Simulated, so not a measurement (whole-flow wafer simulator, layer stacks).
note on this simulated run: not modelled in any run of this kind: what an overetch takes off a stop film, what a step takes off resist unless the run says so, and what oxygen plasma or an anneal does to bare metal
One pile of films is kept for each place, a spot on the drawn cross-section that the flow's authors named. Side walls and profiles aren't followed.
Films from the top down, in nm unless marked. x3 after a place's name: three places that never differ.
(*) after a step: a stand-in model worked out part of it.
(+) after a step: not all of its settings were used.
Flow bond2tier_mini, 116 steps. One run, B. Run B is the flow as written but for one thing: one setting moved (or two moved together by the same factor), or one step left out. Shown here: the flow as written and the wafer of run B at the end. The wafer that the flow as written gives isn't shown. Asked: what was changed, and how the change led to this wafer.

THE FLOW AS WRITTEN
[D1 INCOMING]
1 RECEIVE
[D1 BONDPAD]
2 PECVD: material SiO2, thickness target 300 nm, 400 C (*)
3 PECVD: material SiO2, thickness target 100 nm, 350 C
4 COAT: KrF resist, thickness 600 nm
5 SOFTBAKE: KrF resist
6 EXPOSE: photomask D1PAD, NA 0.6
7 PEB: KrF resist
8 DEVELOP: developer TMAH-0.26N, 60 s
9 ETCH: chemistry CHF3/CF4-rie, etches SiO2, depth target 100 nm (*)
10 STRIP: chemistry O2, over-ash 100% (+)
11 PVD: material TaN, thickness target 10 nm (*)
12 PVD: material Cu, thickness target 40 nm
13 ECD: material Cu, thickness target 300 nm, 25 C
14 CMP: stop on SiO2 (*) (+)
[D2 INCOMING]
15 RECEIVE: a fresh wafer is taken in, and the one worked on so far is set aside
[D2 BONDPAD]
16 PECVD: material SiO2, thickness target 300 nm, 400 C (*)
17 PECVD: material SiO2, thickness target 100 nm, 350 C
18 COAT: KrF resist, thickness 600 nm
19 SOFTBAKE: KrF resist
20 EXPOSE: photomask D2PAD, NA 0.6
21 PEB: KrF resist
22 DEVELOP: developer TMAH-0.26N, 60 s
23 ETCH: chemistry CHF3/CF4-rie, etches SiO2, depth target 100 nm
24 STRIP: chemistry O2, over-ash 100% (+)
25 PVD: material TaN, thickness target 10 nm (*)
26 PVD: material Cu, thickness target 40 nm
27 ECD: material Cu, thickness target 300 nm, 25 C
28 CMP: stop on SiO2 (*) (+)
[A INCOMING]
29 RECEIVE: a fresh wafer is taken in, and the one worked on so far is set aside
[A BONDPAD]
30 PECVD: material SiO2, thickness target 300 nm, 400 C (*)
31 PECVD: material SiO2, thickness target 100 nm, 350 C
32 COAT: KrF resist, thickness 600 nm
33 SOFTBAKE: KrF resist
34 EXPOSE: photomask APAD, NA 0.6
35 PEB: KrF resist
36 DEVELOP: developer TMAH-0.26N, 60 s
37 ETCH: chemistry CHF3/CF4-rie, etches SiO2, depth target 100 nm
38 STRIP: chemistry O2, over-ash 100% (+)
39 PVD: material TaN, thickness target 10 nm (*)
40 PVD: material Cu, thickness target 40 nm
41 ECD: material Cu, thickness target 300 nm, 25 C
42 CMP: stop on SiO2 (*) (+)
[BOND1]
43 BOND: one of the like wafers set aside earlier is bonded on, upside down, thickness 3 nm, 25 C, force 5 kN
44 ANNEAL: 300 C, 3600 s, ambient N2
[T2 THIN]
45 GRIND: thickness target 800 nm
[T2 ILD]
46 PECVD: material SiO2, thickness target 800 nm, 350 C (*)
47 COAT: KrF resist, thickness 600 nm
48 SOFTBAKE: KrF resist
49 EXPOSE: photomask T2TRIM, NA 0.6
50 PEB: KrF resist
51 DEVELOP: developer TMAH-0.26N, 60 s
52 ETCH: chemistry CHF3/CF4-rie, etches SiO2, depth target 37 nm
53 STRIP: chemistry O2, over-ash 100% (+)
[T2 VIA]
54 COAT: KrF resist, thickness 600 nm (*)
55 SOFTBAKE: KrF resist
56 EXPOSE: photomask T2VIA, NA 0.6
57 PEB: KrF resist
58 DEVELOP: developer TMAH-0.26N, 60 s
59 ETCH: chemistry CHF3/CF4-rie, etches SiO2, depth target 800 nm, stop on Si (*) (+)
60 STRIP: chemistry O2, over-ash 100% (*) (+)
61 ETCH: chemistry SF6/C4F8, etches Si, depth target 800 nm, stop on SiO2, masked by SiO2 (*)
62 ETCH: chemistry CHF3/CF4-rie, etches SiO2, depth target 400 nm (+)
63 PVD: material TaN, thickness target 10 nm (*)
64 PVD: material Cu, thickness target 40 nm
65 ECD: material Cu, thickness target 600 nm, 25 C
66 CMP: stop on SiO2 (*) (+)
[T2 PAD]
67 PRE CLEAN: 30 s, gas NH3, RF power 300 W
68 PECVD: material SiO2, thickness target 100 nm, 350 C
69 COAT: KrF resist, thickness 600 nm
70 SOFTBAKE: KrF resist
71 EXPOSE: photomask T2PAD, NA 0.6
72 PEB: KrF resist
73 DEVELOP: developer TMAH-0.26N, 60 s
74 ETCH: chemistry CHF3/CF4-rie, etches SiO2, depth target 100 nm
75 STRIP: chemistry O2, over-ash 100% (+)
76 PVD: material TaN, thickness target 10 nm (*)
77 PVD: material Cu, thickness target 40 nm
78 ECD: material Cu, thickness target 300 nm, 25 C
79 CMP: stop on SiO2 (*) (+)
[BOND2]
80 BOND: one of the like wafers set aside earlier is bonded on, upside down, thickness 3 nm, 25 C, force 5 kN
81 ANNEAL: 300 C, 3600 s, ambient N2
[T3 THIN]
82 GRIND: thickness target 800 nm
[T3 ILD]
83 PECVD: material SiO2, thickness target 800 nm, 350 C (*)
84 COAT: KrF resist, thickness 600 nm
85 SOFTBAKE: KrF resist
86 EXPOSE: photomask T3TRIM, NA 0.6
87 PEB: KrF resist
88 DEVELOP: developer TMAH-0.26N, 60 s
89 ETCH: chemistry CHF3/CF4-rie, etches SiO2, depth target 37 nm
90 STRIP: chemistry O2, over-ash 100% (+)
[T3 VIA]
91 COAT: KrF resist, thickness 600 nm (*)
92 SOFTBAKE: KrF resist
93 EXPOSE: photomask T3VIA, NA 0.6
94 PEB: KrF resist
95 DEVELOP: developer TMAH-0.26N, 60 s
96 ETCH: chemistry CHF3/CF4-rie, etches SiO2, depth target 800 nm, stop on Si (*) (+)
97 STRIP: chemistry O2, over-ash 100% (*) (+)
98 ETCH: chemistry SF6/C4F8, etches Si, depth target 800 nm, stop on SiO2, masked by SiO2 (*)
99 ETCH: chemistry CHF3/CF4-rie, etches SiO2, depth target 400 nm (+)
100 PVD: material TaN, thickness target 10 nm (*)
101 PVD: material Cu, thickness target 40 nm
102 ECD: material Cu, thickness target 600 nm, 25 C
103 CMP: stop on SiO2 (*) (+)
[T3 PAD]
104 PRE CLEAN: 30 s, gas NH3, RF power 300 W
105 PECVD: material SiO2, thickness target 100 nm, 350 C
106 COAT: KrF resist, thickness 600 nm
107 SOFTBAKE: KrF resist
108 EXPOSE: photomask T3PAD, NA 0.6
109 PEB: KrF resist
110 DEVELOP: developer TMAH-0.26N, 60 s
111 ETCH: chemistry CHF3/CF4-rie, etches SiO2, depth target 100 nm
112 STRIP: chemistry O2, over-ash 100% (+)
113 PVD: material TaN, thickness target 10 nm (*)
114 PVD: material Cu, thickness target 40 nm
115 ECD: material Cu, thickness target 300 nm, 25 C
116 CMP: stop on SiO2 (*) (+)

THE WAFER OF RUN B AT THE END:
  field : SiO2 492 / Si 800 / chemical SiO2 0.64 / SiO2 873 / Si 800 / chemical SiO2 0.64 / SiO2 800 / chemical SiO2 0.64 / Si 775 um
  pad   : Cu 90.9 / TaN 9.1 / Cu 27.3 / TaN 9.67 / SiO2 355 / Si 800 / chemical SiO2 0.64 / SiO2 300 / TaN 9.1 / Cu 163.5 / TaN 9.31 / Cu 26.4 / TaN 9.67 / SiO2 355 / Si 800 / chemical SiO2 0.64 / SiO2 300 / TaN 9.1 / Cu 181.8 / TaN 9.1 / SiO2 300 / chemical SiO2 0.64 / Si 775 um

The cause: step 68, PECVD: thickness target 81 nm was run, where the flow has thickness target 100 nm.

How the change led to this, step by step:
  68 PECVD: material SiO2, thickness target 100 nm, 350 C
      field: SiO2 +81 (as written it would be: SiO2 +100)
      pad: SiO2 +81 (new film) (as written it would be: SiO2 +100 (new film))
  74 ETCH: chemistry CHF3/CF4-rie, etches SiO2, depth target 100 nm
      pad: SiO2 -81 (all of it), Cu -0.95 (as written it would be: SiO2 -100 (all of it))
  78 ECD: material Cu, thickness target 300 nm, 25 C
      pad: Cu +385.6 (as written it would be: Cu +404.5)
